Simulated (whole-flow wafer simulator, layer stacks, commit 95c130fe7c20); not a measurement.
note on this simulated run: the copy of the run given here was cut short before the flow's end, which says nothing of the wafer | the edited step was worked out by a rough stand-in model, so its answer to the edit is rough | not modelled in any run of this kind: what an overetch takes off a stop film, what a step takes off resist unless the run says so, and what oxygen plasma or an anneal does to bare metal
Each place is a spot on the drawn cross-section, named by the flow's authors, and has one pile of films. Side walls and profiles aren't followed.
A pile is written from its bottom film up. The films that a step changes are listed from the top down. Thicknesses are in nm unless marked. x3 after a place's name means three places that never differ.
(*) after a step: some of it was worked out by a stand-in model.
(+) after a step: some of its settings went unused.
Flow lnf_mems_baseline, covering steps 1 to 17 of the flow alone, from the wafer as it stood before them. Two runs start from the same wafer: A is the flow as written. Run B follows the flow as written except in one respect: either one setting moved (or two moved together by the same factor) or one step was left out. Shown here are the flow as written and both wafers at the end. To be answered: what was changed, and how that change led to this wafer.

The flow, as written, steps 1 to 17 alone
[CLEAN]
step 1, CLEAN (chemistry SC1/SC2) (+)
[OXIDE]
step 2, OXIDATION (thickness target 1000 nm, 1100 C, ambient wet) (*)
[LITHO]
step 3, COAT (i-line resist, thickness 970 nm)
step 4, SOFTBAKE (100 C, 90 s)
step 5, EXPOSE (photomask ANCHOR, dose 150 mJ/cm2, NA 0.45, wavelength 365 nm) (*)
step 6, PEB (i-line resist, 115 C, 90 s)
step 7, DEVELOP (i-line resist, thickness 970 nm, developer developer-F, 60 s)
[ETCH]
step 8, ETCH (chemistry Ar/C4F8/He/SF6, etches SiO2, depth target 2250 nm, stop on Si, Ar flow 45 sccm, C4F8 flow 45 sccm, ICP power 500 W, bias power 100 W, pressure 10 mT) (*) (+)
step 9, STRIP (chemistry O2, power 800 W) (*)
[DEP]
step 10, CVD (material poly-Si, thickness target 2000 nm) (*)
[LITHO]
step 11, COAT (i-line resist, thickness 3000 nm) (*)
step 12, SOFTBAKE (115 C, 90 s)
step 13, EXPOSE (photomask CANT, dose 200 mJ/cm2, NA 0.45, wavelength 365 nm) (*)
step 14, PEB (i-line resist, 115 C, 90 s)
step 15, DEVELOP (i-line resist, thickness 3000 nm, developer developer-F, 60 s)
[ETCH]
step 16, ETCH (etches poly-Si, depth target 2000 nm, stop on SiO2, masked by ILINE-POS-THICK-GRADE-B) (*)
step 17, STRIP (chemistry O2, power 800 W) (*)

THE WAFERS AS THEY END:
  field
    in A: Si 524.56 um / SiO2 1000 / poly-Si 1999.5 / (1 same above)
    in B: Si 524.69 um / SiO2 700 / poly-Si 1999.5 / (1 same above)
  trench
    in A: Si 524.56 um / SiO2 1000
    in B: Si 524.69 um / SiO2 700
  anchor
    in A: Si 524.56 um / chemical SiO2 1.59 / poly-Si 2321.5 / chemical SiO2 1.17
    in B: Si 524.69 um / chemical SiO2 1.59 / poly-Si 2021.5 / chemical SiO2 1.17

What caused this: step 2, OXIDATION: thickness target 700 nm was run, whereas the flow has thickness target 1000 nm.
The wafer lets one read it off: field has SiO2 700, and step 2 as written asks for 1000 nm.

The path from the change to this, step by step:
  step 2, OXIDATION (thickness target 1000 nm, 1100 C, ambient wet) (*)
      field, anchor, beam, trench, char_slit: A +1000 SiO2 (new film), -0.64 chemical SiO2 (all of it), -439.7 Si | B +700 SiO2 (new film), -0.64 chemical SiO2 (all of it), -307.7 Si
  step 8, ETCH (chemistry Ar/C4F8/He/SF6, etches SiO2, depth target 2250 nm, stop on Si, Ar flow 45 sccm, C4F8 flow 45 sccm, ICP power 500 W, bias power 100 W, pressure 10 mT) (*) (+)
      field, beam, trench, char_slit: A -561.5 i-line resist | B -411.5 i-line resist
      anchor: A -1000 SiO2 (all of it) | B -700 SiO2 (all of it)
  step 9, STRIP (chemistry O2, power 800 W) (*)
      field, beam, trench, char_slit: A -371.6 i-line resist (all of it) | B -521.6 i-line resist (all of it)
  step 10, CVD (material poly-Si, thickness target 2000 nm) (*)
      anchor: A +2322 poly-Si (new film) | B +2022 poly-Si (new film)
